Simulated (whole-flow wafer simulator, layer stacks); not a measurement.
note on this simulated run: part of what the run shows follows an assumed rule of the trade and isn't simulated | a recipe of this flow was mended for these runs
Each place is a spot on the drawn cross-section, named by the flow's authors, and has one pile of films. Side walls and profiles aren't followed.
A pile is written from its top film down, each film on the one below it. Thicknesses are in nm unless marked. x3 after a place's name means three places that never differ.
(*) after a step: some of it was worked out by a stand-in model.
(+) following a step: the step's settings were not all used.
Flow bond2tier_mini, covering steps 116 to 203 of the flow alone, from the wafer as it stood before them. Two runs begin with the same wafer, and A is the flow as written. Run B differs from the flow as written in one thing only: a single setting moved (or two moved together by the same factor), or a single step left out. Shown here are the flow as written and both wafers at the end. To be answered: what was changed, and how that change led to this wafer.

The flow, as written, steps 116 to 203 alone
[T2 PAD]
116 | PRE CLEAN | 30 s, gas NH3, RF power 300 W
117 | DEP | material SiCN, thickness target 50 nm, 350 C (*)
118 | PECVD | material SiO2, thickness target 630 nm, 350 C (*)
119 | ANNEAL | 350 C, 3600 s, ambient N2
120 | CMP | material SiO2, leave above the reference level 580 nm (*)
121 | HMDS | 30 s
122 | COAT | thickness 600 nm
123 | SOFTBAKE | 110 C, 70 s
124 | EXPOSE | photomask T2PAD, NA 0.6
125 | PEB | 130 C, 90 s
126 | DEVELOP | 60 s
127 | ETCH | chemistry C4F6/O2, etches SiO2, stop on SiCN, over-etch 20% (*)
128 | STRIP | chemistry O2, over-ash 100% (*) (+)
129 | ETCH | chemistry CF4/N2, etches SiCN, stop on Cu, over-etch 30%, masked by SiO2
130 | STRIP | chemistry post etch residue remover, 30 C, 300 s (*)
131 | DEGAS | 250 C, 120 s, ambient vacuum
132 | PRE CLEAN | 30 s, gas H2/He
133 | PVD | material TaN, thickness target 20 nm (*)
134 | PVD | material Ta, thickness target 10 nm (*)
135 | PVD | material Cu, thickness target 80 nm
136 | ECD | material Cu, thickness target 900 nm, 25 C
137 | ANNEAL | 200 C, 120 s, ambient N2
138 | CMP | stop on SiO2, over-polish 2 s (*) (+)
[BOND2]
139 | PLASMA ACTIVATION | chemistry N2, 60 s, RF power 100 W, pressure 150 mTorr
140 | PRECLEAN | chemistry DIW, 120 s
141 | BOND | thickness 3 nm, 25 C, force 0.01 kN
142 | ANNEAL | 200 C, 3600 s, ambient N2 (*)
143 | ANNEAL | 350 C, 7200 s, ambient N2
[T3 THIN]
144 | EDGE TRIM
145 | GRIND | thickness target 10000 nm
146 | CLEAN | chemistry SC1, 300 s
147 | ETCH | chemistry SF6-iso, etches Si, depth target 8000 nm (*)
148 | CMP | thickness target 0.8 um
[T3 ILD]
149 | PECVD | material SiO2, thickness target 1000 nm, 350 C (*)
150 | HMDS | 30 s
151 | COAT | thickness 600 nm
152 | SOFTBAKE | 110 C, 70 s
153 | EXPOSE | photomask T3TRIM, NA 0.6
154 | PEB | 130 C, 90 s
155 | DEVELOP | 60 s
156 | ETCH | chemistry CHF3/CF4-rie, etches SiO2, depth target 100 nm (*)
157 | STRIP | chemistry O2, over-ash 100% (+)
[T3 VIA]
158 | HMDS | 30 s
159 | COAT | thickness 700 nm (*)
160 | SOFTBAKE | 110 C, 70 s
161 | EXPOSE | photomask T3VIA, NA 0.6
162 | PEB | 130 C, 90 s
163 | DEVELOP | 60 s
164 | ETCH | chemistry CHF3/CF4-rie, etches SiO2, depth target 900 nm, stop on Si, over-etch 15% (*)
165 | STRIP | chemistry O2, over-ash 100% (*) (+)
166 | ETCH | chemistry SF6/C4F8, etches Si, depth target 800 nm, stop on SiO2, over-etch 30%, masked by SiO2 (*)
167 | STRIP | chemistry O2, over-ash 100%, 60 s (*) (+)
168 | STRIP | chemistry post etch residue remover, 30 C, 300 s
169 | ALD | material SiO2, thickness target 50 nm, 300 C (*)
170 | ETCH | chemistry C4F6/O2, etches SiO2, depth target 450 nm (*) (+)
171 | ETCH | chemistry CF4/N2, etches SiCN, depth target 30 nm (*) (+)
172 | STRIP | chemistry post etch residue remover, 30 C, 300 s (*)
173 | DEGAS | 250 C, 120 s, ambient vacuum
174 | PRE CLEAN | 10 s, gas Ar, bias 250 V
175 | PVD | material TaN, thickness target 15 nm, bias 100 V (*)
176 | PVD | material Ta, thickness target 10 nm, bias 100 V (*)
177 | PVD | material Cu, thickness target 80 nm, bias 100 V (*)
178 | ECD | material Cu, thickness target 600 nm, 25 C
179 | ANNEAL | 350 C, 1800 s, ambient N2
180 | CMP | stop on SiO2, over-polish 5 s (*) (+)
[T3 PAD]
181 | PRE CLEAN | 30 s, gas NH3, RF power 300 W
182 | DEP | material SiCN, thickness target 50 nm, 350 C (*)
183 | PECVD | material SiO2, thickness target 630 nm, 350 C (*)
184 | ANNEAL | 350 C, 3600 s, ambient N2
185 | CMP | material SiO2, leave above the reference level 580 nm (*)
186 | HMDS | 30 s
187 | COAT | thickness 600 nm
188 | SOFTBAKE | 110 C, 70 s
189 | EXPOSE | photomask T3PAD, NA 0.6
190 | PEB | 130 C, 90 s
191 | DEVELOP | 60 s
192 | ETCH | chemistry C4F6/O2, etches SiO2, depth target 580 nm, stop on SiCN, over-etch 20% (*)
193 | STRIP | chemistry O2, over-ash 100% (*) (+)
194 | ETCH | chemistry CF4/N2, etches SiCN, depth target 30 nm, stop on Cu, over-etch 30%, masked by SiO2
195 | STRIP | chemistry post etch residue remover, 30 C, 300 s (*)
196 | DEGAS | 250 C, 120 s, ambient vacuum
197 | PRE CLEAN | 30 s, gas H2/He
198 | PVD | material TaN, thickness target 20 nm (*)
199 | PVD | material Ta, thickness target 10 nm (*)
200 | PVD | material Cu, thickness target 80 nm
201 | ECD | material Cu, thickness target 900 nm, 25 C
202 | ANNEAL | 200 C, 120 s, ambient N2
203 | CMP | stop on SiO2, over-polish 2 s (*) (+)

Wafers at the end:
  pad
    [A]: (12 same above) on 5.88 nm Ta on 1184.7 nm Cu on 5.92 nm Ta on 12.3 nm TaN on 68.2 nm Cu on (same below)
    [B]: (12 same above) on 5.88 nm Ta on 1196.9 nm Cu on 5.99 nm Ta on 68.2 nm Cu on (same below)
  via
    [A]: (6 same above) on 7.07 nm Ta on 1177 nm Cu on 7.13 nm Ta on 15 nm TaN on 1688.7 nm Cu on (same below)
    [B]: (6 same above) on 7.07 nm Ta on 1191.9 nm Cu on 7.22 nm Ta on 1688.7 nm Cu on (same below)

The reason: step 133, PVD: material TaN, thickness target 20 nm (*), was skipped.

The path from the change to this, step by step:
  138 | CMP | stop on SiO2, over-polish 2 s (*) (+)
      field: A -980 Cu (all of it), -10 Ta (all of it), -20 TaN (all of it) | B -980 Cu (all of it), -10 Ta (all of it)
